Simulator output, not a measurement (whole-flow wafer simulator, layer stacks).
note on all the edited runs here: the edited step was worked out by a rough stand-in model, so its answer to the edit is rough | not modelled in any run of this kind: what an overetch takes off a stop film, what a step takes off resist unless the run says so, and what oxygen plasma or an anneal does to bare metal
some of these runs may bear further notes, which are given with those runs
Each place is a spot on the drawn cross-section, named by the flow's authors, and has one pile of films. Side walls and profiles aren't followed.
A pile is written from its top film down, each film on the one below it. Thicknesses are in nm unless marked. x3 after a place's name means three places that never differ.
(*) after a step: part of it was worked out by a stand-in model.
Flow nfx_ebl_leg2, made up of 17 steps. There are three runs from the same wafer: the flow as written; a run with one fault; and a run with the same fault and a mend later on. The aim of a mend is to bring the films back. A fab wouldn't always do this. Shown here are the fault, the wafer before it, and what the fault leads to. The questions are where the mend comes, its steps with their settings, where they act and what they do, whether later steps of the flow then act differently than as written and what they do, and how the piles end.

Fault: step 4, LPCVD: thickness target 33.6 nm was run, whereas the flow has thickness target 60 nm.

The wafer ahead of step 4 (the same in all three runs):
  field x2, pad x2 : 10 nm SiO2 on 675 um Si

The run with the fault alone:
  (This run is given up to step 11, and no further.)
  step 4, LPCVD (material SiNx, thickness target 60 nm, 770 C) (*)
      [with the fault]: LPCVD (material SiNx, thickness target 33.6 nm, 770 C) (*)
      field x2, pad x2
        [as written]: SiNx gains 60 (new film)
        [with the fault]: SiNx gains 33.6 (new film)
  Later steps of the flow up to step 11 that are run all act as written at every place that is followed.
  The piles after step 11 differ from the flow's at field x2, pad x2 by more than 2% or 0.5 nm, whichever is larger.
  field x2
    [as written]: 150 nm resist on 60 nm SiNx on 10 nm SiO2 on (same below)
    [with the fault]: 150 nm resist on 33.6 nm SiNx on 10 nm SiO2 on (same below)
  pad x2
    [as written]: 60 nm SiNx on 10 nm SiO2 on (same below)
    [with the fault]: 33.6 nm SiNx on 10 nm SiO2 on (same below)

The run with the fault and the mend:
  The mend follows step 11.
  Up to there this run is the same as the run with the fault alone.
  step 11a, STRIP (resist, chemistry O2, 25 C) (*)
      field x2
        resist loses 150 (all of it)
  step 11b, CLEAN (chemistry SC1/SC2) (*) (a further turn of the flow's step 2)
      leaves every film unchanged at each place that is followed
  step 11c, LPCVD (material SiNx, thickness target 26.4 nm, 770 C) (*) (a further turn of the flow's step 4, with different settings)
      field x2, pad x2
        SiNx gains 26.4
  step 11d, DEHYDRATE (180 C, 120 s) (a further turn of the flow's step 6)
      leaves every film unchanged at each place that is followed
  step 11e, COAT (resist, thickness 150 nm) (a further turn of the flow's step 7)
      field x2, pad x2
        resist gains 150 (new film)
  step 11f, SOFTBAKE (resist, 150 C, 60 s) (a further turn of the flow's step 8)
      leaves every film unchanged at each place that is followed
  step 11g, EXPOSE (PMMA, thickness 150 nm, photomask GRATING) (*) (a further turn of the flow's step 9)
      leaves every film unchanged at each place that is followed
  step 11h, DEVELOP (resist, thickness 150 nm, developer developer-C-546, 60 s) (*) (a further turn of the flow's step 10)
      pad x2
        resist loses 150 (all of it)
  Later steps of the flow that are run all act as written at every place that is followed.
  The piles end the same as the flow's at every place that both follow.
